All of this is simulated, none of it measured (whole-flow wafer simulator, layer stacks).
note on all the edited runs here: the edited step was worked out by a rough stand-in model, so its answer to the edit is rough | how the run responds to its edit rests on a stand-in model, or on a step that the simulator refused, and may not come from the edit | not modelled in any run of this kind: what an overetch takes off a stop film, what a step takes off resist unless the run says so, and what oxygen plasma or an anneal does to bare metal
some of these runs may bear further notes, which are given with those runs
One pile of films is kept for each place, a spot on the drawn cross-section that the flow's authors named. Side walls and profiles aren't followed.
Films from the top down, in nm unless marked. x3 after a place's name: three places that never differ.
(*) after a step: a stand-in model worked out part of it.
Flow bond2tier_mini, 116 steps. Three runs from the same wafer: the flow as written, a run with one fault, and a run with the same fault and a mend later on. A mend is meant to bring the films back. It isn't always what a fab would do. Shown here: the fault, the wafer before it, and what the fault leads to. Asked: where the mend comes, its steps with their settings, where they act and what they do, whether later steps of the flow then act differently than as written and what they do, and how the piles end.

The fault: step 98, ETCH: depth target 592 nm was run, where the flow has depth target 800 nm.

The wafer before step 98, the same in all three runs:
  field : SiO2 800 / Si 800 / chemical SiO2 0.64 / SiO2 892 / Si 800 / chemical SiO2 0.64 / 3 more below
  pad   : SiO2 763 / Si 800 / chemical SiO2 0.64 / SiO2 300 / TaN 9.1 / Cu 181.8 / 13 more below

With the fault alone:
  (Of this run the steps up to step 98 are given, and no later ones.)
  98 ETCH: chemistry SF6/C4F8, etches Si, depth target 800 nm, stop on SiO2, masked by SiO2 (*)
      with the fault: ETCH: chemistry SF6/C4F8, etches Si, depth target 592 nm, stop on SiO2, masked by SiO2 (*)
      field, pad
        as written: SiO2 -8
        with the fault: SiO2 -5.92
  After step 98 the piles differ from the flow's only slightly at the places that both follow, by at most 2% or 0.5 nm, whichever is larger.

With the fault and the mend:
  The mend comes after step 98.
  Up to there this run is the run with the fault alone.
  98a ETCH: chemistry SF6/C4F8, etches Si, depth target 208 nm, stop on SiO2, masked by SiO2 (*) (the flow's step 98 once more, with other settings)
      field, pad
        SiO2 -2.08
  No later step of the flow acts differently than as written at any place that is followed.
  At the end the piles are the same as the flow's at every place that both follow.
